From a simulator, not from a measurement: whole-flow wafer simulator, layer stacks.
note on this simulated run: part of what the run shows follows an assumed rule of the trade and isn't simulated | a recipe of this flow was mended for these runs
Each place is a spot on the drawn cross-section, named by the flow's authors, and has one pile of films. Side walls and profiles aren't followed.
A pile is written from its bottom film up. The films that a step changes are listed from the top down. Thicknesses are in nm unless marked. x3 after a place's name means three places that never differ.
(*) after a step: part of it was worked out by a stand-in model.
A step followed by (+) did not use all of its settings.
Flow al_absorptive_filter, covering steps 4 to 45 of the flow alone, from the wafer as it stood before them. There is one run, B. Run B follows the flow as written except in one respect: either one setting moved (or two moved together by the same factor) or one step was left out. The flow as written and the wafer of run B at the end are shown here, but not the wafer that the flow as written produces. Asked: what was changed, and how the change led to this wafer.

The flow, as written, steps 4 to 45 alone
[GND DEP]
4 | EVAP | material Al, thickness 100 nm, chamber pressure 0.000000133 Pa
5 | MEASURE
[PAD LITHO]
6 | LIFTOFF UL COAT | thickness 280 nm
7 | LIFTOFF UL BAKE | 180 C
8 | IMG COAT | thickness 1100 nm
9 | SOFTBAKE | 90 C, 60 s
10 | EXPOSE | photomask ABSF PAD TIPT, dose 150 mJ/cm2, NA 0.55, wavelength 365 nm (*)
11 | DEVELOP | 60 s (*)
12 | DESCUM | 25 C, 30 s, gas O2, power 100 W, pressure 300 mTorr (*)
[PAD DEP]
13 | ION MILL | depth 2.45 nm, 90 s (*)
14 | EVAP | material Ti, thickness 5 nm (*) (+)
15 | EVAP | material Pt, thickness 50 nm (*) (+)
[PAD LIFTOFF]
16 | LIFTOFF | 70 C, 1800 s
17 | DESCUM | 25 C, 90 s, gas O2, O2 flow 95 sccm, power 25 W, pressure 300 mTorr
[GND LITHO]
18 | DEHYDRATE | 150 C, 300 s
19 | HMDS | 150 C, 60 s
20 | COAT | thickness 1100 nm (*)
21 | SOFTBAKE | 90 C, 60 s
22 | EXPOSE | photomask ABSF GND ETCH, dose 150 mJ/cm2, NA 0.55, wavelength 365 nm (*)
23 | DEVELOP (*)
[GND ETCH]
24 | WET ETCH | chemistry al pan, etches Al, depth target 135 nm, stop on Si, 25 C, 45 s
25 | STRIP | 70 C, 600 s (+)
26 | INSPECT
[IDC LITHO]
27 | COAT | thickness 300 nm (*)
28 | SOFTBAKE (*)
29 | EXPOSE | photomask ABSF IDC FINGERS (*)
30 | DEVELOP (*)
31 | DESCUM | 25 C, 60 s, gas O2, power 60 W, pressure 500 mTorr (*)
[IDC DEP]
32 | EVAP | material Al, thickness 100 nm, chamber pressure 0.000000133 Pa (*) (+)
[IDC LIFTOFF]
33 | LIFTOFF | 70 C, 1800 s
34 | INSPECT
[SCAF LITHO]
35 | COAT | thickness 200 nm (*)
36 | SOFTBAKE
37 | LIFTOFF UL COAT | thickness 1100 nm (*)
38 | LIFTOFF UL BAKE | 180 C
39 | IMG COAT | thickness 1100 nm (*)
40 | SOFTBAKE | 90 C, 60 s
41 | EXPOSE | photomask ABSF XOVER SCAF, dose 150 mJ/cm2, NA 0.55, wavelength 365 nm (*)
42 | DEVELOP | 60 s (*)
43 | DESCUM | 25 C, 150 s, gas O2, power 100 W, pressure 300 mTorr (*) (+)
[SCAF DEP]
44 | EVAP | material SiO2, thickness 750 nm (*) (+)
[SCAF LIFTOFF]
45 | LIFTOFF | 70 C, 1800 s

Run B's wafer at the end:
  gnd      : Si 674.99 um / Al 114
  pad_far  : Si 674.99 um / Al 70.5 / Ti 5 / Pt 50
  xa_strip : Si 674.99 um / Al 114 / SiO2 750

Cause: step 4, EVAP: thickness 114 nm was run, whereas the flow has thickness 100 nm.
One can read it off the wafer: gnd has Al 114, and step 4 as written asks for 100 nm.

Step by step, how the change led to this:
  4 | EVAP | material Al, thickness 100 nm, chamber pressure 0.000000133 Pa
      gnd, pad_far, pad_near and 11 more: +114 Al (new film) (in the flow as written it would be: +100 Al (new film))
  24 | WET ETCH | chemistry al pan, etches Al, depth target 135 nm, stop on Si, 25 C, 45 s
      res, xl_gap, idc_field, idc_line, idc_space: -100.7 Al (all of it) (in the flow as written it would be: -86.7 Al (all of it))
  27 | COAT | thickness 300 nm (*)
      xl_gap: +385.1 e-beam-resist (new film) (in the flow as written it would be: +374.7 e-beam-resist (new film))
  33 | LIFTOFF | 70 C, 1800 s
      xl_gap: -100 Al (all of it), -376.1 e-beam-resist (all of it) (in the flow as written it would be: -100 Al (all of it), -365.7 e-beam-resist (all of it))
  35 | COAT | thickness 200 nm (*)
      ledge: +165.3 acrylic-e-beam-resist (new film) (in the flow as written it would be: +169.8 acrylic-e-beam-resist (new film))
      xl_gap: +274.9 acrylic-e-beam-resist (new film) (in the flow as written it would be: +265.9 acrylic-e-beam-resist (new film))
  43 | DESCUM | 25 C, 150 s, gas O2, power 100 W, pressure 300 mTorr (*) (+)
      gnd, pad_far, pad_near and 7 more: -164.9 i-line-resist (in the flow as written it would be: -159.6 i-line-resist)
      xl_gap: -274.9 acrylic-e-beam-resist (all of it) (in the flow as written it would be: -265.9 acrylic-e-beam-resist (all of it))
  45 | LIFTOFF | 70 C, 1800 s
      ledge: -750 SiO2 (all of it), -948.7 i-line-resist (all of it), -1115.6 lift-off-underlayer (all of it), -165.3 acrylic-e-beam-resist (all of it) (in the flow as written it would be: -750 SiO2 (all of it), -952.1 i-line-resist (all of it), -1114 lift-off-underlayer (all of it), -169.8 acrylic-e-beam-resist (all of it))
